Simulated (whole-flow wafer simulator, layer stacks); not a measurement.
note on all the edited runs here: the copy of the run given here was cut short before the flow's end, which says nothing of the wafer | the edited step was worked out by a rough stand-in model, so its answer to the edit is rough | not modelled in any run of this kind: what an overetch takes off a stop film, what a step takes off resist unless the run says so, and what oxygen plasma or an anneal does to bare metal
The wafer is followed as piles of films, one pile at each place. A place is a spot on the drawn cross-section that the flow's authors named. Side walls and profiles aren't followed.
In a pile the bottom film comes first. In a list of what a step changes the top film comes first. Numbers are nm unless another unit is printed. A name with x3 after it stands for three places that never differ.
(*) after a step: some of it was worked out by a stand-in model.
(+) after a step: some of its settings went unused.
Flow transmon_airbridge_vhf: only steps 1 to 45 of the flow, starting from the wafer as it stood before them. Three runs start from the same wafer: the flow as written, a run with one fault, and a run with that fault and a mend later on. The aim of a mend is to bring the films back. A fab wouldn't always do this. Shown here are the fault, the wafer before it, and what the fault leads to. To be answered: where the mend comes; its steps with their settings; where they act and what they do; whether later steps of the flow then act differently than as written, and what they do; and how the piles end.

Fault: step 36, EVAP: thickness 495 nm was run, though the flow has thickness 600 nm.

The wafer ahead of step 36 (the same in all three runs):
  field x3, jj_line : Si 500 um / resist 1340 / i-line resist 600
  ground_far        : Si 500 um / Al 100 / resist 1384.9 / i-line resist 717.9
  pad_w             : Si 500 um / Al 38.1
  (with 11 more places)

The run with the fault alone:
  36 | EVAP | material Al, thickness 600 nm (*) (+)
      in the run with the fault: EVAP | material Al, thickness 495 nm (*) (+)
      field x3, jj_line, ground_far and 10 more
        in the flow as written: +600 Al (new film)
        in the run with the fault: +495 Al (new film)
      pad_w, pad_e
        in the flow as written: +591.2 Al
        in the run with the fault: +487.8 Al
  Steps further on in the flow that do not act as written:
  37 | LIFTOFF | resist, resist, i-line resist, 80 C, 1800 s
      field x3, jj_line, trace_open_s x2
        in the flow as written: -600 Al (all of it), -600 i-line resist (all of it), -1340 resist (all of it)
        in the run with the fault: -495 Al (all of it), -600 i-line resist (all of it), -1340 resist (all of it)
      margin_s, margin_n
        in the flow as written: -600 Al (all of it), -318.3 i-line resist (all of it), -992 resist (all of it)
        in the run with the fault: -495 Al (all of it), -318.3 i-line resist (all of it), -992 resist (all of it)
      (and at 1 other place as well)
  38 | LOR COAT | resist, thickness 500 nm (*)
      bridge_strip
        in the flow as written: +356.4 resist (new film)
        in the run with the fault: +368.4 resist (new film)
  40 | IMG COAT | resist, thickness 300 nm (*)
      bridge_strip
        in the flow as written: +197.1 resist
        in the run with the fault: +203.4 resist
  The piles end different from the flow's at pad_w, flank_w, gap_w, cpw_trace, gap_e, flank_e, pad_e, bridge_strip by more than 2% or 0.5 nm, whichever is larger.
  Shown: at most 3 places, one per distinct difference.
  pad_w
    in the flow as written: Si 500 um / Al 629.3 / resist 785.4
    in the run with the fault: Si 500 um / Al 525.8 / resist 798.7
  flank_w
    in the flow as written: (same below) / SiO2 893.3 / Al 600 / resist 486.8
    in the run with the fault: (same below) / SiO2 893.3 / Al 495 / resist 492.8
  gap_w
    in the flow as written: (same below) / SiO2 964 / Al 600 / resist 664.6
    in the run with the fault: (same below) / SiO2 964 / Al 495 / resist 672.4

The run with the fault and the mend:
  The mend follows step 36.
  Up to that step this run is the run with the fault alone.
  36a | EVAP | material Al, thickness 105 nm (*) (+) (the flow's step 36, run once more with other settings)
      field x3, jj_line, ground_far and 10 more
        +105 Al
      pad_w, pad_e
        +103.5 Al
  Later steps of the flow that are run all act as written at every place that is followed, up to a difference of at most 2% or 0.5 nm, whichever is larger.
  The piles end only slightly different from the flow's at the places that both follow, by no more than 2% or 0.5 nm, whichever is larger.
